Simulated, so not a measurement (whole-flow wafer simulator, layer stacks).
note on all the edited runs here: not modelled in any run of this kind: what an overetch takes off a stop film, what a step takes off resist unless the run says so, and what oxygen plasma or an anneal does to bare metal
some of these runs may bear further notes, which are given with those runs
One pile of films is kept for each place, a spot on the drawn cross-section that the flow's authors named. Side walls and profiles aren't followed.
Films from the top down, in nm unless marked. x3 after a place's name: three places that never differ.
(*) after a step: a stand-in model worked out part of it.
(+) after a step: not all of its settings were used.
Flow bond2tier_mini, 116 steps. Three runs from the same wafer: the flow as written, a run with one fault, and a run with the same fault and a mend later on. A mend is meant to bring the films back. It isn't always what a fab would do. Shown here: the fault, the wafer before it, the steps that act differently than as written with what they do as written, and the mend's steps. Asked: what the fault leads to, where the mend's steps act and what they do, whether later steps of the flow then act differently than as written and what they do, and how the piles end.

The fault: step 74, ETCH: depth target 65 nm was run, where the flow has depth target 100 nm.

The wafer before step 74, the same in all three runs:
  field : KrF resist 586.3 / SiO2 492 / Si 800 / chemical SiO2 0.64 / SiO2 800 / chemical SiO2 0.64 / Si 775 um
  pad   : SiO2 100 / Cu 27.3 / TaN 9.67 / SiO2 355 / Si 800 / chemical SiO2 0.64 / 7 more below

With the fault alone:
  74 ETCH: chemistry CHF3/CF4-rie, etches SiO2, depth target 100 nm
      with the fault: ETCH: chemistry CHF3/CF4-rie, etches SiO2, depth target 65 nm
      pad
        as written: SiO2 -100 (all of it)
        with the fault: SiO2 -65
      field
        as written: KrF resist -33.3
        with the fault: KrF resist -21.7
  Later steps of the flow that act differently than as written (1 more step differs only slightly, by at most 2% or 0.5 nm, whichever is larger, and isn't shown):
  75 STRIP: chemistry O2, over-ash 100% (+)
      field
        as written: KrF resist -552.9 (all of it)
        with the fault: KrF resist -564.6 (all of it)
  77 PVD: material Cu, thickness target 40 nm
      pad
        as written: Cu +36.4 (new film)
        with the fault: Cu +37.6 (new film)
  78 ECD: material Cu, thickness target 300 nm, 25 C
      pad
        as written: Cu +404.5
        with the fault: Cu +367.9
  At the end the piles differ from the flow's by more than 2% or 0.5 nm, whichever is larger, at pad.
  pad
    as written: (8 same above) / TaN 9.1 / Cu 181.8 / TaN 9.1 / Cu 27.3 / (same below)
    with the fault: (8 same above) / TaN 9.1 / Cu 146.5 / TaN 9.41 / SiO2 35 / Cu 27.3 / (same below)

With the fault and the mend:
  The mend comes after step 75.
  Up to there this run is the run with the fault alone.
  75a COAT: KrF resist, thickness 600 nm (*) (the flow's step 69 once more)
      field
        KrF resist +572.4 (new film)
      pad
        KrF resist +628.7 (new film)
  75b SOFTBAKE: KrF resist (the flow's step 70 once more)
      changes no film at any place that is followed
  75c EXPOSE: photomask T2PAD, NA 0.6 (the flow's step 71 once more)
      changes no film at any place that is followed
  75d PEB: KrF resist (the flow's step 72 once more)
      changes no film at any place that is followed
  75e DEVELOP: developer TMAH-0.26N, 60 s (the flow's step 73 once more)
      field
        KrF resist -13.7
      pad
        KrF resist -628.7 (all of it)
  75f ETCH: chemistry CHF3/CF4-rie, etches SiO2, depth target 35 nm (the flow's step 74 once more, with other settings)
      field
        KrF resist -11.7
      pad
        SiO2 -35 (all of it)
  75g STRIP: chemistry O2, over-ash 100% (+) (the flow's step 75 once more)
      field
        KrF resist -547 (all of it)
  No later step of the flow acts differently than as written at any place that is followed.
  At the end the piles are the same as the flow's at every place that both follow.
